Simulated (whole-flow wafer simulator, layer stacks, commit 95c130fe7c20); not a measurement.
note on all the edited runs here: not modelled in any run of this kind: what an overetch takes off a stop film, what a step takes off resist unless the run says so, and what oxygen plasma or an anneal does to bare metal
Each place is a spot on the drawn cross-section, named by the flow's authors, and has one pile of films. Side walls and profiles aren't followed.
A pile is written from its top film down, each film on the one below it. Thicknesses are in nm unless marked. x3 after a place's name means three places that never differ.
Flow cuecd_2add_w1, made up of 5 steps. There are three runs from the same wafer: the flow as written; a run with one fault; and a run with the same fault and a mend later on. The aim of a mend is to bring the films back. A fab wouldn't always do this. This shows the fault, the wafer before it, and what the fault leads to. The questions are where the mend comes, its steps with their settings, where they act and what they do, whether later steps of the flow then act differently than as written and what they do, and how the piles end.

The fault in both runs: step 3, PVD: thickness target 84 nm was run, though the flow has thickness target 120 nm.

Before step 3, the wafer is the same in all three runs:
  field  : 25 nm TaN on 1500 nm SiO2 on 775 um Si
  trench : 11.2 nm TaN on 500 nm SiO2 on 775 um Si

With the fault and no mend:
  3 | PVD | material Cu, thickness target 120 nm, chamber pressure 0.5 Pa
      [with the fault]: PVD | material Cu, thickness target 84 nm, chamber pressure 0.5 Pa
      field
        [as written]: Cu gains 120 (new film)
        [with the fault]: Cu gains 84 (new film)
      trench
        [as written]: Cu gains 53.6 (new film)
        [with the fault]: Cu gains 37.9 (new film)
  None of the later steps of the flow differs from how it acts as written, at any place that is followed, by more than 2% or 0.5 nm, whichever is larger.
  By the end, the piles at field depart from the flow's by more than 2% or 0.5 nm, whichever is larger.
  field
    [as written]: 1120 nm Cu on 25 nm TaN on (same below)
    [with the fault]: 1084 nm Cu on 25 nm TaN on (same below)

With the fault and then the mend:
  After step 3 comes the mend.
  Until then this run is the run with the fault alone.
  3a | PVD | material Cu, thickness target 36 nm, chamber pressure 0.5 Pa (a further turn of the flow's step 3, with different settings)
      field
        Cu gains 36
      trench
        Cu gains 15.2
  None of the later steps of the flow differs from how it acts as written, at any place that is followed, by more than 2% or 0.5 nm, whichever is larger.
  By the end, the piles equal the flow's at every place that both follow.
